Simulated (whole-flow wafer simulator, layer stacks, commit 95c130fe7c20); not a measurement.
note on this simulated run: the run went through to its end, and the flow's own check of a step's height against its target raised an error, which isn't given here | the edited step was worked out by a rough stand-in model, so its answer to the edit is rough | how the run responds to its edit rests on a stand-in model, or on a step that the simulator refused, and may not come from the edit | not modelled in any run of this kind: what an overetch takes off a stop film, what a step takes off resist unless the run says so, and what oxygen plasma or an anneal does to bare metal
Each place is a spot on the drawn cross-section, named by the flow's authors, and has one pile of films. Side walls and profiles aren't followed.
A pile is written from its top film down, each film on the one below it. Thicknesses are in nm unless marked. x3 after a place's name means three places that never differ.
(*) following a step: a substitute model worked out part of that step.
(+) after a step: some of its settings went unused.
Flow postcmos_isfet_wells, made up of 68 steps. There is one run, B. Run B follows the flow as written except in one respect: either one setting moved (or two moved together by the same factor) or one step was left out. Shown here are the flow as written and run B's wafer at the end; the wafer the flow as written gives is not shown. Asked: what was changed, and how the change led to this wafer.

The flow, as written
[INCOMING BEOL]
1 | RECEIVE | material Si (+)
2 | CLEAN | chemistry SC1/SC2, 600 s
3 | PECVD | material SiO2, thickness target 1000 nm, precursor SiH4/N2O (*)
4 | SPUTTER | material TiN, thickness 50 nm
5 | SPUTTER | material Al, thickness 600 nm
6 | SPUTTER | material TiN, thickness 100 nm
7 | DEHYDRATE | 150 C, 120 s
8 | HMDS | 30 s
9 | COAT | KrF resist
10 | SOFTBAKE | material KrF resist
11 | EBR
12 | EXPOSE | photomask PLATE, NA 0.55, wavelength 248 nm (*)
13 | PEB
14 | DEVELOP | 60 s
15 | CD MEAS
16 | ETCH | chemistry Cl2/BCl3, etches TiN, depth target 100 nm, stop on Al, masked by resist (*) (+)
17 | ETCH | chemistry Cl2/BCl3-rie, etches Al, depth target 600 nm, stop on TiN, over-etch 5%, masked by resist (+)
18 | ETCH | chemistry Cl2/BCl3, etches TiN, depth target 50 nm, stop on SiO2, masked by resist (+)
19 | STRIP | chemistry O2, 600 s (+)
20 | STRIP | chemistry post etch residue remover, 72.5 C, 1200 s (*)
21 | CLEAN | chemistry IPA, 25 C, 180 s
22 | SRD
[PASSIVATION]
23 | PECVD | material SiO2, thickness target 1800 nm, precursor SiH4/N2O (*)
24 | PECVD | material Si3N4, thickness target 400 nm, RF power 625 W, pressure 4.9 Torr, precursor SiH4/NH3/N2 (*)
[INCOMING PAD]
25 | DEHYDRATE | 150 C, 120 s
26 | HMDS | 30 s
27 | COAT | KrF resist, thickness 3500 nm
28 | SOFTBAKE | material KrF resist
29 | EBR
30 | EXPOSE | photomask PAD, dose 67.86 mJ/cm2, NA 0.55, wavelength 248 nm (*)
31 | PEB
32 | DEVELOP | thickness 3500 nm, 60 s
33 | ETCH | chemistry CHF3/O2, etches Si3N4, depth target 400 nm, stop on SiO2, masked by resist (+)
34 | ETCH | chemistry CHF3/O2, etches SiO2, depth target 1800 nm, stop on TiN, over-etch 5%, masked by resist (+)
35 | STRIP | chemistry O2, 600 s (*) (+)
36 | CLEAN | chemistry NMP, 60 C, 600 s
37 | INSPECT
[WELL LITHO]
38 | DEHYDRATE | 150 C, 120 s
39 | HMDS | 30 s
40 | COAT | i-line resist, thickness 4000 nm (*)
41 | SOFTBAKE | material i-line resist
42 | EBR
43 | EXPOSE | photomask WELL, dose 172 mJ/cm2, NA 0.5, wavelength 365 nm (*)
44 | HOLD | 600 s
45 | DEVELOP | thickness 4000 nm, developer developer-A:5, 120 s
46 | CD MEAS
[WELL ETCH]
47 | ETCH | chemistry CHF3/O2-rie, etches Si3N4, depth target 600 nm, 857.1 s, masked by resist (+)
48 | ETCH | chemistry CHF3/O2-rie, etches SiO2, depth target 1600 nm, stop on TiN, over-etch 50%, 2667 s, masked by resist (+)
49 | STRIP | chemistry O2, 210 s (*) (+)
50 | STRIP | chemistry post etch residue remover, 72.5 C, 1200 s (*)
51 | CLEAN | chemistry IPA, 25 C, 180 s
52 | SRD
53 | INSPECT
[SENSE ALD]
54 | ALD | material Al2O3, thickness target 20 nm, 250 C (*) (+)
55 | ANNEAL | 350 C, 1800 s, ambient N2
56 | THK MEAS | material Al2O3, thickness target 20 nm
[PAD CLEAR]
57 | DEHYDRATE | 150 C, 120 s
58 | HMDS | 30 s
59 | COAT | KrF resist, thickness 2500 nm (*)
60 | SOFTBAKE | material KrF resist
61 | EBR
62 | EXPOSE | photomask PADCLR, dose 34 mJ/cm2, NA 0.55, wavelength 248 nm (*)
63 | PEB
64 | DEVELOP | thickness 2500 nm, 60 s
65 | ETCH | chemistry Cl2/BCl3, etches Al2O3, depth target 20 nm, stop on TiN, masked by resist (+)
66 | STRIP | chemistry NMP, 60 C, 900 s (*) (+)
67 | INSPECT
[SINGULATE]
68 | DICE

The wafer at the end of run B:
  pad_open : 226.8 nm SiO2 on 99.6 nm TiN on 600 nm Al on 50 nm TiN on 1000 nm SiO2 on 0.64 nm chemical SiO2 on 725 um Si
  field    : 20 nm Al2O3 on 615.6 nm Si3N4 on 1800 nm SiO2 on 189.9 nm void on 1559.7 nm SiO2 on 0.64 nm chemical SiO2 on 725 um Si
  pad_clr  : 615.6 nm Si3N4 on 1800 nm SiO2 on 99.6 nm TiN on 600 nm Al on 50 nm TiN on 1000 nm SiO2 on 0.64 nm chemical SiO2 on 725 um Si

Cause: step 24, PECVD: thickness target 616 nm was run, though the flow has thickness target 400 nm.

How this came from the change, step by step:
  24 | PECVD | material Si3N4, thickness target 400 nm, RF power 625 W, pressure 4.9 Torr, precursor SiH4/NH3/N2 (*)
      field, margin, well900, well1300 x3, pad_rim, pad_clr, pad_open: +616 Si3N4 (new film) (in the flow as written it would be: +400 Si3N4 (new film))
  33 | ETCH | chemistry CHF3/O2, etches Si3N4, depth target 400 nm, stop on SiO2, masked by resist (+)
      pad_open: -400 Si3N4 (in the flow as written it would be: -400 Si3N4 (all of it))
  34 | ETCH | chemistry CHF3/O2, etches SiO2, depth target 1800 nm, stop on TiN, over-etch 5%, masked by resist (+)
      pad_open: -216 Si3N4 (all of it), -1573.2 SiO2 (in the flow as written it would be: -1800 SiO2 (all of it))
  47 | ETCH | chemistry CHF3/O2-rie, etches Si3N4, depth target 600 nm, 857.1 s, masked by resist (+)
      well900, well1300 x3: -600 Si3N4 (in the flow as written it would be: -400 Si3N4 (all of it), -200 SiO2)
  48 | ETCH | chemistry CHF3/O2-rie, etches SiO2, depth target 1600 nm, stop on TiN, over-etch 50%, 2667 s, masked by resist (+)
      well900, well1300 x3: -16 Si3N4 (all of it), -1800 SiO2 (all of it) (in the flow as written it would be: -1600 SiO2 (all of it))
  59 | COAT | KrF resist, thickness 2500 nm (*)
      field: +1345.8 KrF resist (new film) (in the flow as written it would be: +1449 KrF resist (new film))
      margin: +1345.7 KrF resist (new film) (in the flow as written it would be: +1448.9 KrF resist (new film))
  63 | PEB
      field, margin: -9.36 KrF resist (in the flow as written it would be: -10.1 KrF resist)
  66 | STRIP | chemistry NMP, 60 C, 900 s (*) (+)
      field: -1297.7 KrF resist (all of it) (in the flow as written it would be: -1400.1 KrF resist (all of it))
      margin: -1297.6 KrF resist (all of it) (in the flow as written it would be: -1400.1 KrF resist (all of it))
